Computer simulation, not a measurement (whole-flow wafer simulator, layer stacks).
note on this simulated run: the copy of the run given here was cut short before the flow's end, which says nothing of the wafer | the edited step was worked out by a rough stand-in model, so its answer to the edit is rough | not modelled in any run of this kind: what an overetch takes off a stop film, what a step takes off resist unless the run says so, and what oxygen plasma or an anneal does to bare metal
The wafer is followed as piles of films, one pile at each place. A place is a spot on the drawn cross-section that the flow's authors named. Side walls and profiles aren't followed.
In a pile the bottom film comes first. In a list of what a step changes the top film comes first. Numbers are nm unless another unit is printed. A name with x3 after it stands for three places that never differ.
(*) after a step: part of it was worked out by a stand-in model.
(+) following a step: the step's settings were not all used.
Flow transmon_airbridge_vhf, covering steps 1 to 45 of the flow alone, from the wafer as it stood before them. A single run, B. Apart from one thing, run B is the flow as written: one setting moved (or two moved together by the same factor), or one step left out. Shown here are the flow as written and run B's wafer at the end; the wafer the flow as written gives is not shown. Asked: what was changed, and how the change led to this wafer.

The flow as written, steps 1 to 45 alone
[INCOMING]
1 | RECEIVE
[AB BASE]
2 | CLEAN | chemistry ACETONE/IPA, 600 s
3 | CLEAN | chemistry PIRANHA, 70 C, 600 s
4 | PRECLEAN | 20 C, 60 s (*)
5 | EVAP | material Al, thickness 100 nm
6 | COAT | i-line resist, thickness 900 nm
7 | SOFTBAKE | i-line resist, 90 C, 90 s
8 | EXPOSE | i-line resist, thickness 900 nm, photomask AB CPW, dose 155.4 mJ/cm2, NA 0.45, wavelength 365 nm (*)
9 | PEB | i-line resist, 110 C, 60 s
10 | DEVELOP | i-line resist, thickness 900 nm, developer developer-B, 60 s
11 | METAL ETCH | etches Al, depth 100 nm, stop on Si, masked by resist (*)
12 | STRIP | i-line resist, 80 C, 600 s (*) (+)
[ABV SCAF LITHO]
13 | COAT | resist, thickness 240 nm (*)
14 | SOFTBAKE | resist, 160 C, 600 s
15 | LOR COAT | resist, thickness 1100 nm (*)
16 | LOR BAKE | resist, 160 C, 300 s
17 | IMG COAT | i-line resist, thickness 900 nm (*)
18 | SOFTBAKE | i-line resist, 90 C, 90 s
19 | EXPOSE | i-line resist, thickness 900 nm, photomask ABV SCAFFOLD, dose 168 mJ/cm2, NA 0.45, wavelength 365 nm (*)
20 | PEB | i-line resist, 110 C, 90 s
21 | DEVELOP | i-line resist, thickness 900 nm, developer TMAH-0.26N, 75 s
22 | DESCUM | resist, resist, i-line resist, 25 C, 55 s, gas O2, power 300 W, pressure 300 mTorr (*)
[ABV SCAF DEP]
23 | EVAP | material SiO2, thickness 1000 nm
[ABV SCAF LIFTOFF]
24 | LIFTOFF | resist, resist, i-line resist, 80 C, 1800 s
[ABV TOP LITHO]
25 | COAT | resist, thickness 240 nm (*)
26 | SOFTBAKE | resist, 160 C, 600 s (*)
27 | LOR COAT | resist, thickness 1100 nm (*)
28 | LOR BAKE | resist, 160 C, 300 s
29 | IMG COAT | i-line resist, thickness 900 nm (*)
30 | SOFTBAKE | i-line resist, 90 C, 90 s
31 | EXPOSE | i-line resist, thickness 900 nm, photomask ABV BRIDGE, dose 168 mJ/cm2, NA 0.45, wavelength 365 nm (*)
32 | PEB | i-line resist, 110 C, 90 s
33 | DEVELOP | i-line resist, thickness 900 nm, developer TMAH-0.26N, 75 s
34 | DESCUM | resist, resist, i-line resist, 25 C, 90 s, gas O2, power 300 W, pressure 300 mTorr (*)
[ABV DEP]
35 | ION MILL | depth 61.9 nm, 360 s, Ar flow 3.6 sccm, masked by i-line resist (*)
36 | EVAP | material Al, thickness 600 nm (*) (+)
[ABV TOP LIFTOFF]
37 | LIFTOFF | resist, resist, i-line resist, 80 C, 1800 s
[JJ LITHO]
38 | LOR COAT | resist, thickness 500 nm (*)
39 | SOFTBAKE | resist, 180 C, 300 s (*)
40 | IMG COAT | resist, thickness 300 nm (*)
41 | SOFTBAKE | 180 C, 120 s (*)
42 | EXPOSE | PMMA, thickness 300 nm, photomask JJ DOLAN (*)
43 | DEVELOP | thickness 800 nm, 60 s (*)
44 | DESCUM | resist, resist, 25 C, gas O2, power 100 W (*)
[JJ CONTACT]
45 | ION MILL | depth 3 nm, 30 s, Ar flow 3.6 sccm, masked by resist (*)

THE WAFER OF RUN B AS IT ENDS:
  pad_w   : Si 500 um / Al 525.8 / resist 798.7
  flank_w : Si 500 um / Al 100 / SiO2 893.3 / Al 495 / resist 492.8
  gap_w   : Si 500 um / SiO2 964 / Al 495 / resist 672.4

What caused this: step 36, EVAP: thickness 495 nm was run, though the flow has thickness 600 nm.
The wafer itself shows it: flank_w has Al 495, and step 36 as written asks for 600 nm.

The path from the change to this, step by step:
  36 | EVAP | material Al, thickness 600 nm (*) (+)
      field x3, jj_line, ground_far and 10 more: Al gains 495 (new film) (as written it would have been: Al gains 600 (new film))
      pad_w, pad_e: Al gains 487.8 (as written it would have been: Al gains 591.2)
  37 | LIFTOFF | resist, resist, i-line resist, 80 C, 1800 s
      field x3, jj_line, trace_open_s x2: Al loses 495 (all of it), i-line resist loses 600 (all of it), resist loses 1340 (all of it) (as written it would have been: Al loses 600 (all of it), i-line resist loses 600 (all of it), resist loses 1340 (all of it))
      margin_s, margin_n: Al loses 495 (all of it), i-line resist loses 318.3 (all of it), resist loses 992 (all of it) (as written it would have been: Al loses 600 (all of it), i-line resist loses 318.3 (all of it), resist loses 992 (all of it))
      (and at 1 other place as well)
  38 | LOR COAT | resist, thickness 500 nm (*)
      bridge_strip: resist gains 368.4 (new film) (as written it would have been: resist gains 356.4 (new film))
  40 | IMG COAT | resist, thickness 300 nm (*)
      bridge_strip: resist gains 203.4 (as written it would have been: resist gains 197.1)
